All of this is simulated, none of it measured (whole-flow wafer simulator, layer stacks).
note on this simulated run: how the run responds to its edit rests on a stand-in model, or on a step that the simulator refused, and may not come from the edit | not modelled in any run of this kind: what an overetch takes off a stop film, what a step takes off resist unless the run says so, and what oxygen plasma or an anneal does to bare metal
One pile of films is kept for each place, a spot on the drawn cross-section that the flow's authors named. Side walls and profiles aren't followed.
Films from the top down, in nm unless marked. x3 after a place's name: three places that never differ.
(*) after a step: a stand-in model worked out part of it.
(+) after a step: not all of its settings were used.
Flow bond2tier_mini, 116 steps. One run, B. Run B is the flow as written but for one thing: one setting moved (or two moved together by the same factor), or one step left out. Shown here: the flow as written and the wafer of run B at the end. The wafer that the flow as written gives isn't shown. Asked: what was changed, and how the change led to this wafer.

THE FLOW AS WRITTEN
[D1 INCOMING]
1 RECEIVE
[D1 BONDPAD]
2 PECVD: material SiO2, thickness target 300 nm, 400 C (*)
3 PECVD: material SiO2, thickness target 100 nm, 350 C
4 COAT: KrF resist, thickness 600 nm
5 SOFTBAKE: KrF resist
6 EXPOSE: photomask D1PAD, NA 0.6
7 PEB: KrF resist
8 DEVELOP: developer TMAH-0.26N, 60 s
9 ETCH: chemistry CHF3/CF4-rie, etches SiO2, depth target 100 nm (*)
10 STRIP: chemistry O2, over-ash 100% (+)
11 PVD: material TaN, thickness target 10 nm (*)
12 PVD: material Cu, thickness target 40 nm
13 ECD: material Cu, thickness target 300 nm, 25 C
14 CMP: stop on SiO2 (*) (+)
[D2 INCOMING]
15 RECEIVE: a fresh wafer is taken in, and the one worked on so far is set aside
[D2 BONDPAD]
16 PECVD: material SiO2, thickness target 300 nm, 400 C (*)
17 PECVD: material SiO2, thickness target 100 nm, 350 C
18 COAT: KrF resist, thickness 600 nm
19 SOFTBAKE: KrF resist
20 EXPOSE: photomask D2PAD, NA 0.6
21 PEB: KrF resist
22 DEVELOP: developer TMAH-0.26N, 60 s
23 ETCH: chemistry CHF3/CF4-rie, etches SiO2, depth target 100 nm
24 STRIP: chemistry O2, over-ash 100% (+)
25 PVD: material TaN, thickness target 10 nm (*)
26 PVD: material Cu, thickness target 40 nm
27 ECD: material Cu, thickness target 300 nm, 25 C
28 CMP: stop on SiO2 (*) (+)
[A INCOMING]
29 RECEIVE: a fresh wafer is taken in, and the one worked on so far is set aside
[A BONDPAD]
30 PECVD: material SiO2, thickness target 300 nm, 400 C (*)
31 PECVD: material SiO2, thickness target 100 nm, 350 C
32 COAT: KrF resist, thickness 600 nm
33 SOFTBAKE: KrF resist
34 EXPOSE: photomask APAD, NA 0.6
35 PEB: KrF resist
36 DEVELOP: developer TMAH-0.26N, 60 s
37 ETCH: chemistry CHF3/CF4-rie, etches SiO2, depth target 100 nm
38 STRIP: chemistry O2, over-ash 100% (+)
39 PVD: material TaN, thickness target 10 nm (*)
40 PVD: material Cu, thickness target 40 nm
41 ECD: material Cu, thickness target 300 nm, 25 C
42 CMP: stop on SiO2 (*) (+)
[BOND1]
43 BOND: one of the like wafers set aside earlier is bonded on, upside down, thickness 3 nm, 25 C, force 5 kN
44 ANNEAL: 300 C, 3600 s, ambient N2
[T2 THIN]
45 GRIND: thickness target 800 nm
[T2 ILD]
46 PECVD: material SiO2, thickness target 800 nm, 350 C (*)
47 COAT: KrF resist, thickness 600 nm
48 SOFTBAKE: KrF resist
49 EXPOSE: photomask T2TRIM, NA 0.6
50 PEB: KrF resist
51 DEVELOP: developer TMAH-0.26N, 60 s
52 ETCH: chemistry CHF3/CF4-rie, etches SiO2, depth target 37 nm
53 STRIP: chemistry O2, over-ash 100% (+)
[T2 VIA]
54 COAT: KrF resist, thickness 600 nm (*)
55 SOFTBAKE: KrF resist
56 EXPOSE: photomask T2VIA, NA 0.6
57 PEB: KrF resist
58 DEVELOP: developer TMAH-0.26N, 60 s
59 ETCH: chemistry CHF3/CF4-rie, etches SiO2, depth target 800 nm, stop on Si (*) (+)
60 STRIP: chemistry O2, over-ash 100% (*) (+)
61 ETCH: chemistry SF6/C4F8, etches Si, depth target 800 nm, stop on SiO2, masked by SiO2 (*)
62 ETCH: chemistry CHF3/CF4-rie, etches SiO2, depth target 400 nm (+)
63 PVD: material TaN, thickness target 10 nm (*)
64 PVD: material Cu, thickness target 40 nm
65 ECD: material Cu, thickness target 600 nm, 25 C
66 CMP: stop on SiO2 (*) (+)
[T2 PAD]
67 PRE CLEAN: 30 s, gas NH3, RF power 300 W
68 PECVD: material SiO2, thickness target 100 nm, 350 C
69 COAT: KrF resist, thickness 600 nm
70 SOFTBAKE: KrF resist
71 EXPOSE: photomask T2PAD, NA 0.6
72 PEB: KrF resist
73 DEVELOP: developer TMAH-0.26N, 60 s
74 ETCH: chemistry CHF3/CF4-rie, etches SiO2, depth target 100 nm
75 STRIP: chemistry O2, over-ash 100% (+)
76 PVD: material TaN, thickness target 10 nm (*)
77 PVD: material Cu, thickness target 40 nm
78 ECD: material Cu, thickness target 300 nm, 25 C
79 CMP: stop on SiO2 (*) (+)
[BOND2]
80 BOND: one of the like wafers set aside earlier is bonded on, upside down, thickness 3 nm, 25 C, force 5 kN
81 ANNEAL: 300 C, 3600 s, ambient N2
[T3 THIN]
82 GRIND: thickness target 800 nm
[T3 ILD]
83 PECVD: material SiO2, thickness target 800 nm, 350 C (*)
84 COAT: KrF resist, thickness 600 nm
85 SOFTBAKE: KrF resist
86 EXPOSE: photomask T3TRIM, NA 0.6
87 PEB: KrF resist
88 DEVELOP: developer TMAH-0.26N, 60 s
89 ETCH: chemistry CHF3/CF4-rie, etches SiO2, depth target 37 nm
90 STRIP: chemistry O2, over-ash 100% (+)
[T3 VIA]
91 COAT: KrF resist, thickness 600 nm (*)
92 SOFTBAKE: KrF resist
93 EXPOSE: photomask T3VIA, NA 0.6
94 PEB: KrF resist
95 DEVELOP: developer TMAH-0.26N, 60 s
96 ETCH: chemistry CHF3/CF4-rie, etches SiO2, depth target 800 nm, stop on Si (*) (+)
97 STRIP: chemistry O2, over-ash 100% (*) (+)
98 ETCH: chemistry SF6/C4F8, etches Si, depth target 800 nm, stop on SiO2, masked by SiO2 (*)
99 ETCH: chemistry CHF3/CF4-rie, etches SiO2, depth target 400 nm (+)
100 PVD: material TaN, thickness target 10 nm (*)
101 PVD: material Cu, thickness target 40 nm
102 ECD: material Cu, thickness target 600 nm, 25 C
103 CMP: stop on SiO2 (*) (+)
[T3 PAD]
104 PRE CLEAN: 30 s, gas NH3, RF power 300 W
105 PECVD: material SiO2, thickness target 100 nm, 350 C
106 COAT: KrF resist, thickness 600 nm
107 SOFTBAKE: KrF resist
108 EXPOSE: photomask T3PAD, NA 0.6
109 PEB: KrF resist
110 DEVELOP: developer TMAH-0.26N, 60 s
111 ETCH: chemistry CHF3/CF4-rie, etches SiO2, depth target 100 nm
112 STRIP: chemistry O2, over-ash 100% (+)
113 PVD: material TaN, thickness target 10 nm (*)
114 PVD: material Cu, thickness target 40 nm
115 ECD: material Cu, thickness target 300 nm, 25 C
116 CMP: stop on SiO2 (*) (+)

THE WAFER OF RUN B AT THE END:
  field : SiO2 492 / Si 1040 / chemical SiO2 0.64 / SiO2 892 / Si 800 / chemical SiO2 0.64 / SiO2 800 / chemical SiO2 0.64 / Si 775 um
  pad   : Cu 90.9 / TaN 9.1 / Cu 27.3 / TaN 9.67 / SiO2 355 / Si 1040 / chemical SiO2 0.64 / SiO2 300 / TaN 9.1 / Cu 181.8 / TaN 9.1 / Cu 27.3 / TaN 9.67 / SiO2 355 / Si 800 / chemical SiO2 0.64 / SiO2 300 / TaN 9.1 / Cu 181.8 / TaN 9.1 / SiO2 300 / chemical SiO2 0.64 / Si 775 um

The cause: step 82, GRIND: thickness target 1040 nm was run, where the flow has thickness target 800 nm.
It can be read off the wafer: field has Si 1040, and step 82 as written asks for 800 nm.

How the change led to this, step by step:
  82 GRIND: thickness target 800 nm
      field, pad: Si -773.96 um (as written it would be: Si -774.2 um)
